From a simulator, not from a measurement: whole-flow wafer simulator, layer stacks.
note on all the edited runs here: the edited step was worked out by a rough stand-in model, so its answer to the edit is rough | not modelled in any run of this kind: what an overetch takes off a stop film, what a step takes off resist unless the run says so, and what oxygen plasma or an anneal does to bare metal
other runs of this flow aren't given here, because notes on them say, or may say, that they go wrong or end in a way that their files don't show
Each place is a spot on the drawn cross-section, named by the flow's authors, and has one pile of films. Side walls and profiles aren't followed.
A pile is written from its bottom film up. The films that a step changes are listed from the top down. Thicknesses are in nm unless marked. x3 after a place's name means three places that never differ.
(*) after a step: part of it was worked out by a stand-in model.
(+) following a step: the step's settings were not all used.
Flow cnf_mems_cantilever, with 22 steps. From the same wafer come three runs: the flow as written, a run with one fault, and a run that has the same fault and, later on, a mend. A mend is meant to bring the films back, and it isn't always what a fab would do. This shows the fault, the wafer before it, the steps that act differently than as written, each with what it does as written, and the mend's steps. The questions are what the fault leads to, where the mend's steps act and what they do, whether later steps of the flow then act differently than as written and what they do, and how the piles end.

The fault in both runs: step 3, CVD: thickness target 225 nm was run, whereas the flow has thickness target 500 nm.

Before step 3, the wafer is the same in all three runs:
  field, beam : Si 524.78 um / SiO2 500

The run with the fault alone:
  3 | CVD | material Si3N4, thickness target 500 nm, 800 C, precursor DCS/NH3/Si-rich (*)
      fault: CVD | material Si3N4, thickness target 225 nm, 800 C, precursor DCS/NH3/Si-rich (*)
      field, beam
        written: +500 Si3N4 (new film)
        fault: +225 Si3N4 (new film)
  Steps further on in the flow that do not act as written:
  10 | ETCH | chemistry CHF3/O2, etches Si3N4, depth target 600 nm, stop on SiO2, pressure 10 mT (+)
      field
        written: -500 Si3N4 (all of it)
        fault: -225 Si3N4 (all of it)
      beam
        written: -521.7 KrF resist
        fault: -293.5 KrF resist
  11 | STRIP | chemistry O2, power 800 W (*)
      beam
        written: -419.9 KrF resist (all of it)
        fault: -648.2 KrF resist (all of it)
  The piles end different from the flow's at beam by more than 2% or 0.5 nm, whichever is larger.
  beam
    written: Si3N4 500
    fault: Si3N4 225

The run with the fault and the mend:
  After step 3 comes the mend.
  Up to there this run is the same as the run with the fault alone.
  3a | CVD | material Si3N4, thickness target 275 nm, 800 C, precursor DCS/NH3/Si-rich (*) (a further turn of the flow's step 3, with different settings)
      field, beam
        +275 Si3N4
  Later steps of the flow that are run all act as written at every place that is followed.
  The piles end the same as the flow's at every place that both follow.
